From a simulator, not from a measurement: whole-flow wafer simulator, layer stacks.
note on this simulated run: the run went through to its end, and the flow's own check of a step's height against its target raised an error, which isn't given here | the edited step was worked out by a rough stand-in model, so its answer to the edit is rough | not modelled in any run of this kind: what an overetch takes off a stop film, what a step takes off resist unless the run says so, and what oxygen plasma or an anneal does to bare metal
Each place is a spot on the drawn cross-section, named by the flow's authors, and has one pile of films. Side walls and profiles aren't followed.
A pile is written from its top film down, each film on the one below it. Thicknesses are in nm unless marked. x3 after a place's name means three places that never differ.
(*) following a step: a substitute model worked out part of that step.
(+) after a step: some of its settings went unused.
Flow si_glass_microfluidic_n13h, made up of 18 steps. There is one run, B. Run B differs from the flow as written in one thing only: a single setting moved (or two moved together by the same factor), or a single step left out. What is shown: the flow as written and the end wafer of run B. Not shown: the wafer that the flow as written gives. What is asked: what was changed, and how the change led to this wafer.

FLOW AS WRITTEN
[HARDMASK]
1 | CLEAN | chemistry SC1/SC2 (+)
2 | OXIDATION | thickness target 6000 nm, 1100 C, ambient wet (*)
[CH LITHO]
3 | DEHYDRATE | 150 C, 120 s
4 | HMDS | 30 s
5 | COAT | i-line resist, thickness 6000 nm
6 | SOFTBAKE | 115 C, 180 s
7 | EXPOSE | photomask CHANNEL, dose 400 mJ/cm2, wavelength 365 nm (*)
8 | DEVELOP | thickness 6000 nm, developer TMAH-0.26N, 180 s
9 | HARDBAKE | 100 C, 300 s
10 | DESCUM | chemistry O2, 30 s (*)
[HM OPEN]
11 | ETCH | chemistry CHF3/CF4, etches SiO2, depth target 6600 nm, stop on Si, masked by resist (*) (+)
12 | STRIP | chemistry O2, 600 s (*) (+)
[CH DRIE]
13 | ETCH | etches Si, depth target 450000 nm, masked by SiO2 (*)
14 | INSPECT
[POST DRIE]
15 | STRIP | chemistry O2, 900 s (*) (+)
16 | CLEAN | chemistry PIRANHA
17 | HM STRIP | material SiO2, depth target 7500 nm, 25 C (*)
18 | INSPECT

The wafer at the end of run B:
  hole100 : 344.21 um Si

The reason: step 13, ETCH: depth target 191200 nm was run, whereas the flow has depth target 450000 nm.

Step by step, how the change led to this:
  13 | ETCH | etches Si, depth target 450000 nm, masked by SiO2 (*)
      land: -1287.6 SiO2 (as written it would have been: -3004.3 SiO2)
      hole100: -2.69 chemical SiO2 (all of it), -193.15 um Si (as written it would have been: -2.69 chemical SiO2 (all of it), -450.64 um Si)
  17 | HM STRIP | material SiO2, depth target 7500 nm, 25 C (*)
      land: -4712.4 SiO2 (all of it) (as written it would have been: -2995.7 SiO2 (all of it))
